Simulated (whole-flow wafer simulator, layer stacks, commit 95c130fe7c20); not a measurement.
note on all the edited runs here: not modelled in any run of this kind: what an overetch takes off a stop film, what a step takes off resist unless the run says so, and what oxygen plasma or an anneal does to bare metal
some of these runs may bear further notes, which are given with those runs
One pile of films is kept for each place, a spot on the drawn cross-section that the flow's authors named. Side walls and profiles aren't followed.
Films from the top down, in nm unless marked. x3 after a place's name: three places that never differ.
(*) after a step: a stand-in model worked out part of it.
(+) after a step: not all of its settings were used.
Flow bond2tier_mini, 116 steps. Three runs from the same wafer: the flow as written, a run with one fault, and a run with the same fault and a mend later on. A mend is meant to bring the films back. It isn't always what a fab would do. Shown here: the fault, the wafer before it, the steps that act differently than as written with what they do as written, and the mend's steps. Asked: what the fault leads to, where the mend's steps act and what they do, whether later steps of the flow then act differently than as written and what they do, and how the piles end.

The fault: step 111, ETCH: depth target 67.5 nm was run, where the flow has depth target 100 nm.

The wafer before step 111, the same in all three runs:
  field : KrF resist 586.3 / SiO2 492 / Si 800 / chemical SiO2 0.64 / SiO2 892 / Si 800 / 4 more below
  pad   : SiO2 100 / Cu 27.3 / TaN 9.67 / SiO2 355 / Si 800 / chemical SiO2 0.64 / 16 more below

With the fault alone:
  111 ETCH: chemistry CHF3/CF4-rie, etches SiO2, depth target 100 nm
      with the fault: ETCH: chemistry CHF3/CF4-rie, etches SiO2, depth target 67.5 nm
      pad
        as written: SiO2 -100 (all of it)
        with the fault: SiO2 -67.5
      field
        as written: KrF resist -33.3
        with the fault: KrF resist -22.5
  Later steps of the flow that act differently than as written (2 more steps differ only slightly, by at most 2% or 0.5 nm, whichever is larger, and aren't shown):
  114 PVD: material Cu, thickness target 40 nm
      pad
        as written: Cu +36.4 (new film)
        with the fault: Cu +37.6 (new film)
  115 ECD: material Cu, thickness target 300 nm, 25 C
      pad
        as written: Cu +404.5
        with the fault: Cu +370.6
  At the end the piles differ from the flow's by more than 2% or 0.5 nm, whichever is larger, at pad.
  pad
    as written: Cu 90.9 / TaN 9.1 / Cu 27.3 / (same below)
    with the fault: Cu 58.1 / TaN 9.39 / SiO2 32.5 / Cu 27.3 / (same below)

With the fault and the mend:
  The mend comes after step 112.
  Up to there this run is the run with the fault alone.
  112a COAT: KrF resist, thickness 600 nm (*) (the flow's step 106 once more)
      field
        KrF resist +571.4 (new film)
      pad
        KrF resist +629.8 (new film)
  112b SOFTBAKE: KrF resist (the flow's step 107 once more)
      changes no film at any place that is followed
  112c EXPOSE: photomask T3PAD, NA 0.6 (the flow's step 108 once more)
      changes no film at any place that is followed
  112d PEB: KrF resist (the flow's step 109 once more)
      changes no film at any place that is followed
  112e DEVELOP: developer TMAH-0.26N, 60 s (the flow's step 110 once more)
      field
        KrF resist -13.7
      pad
        KrF resist -629.8 (all of it)
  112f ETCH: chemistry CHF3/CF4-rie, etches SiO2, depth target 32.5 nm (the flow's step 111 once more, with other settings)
      field
        KrF resist -10.8
      pad
        SiO2 -32.5 (all of it)
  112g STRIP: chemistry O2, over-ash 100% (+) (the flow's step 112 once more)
      field
        KrF resist -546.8 (all of it)
  No later step of the flow acts differently than as written at any place that is followed.
  At the end the piles are the same as the flow's at every place that both follow.
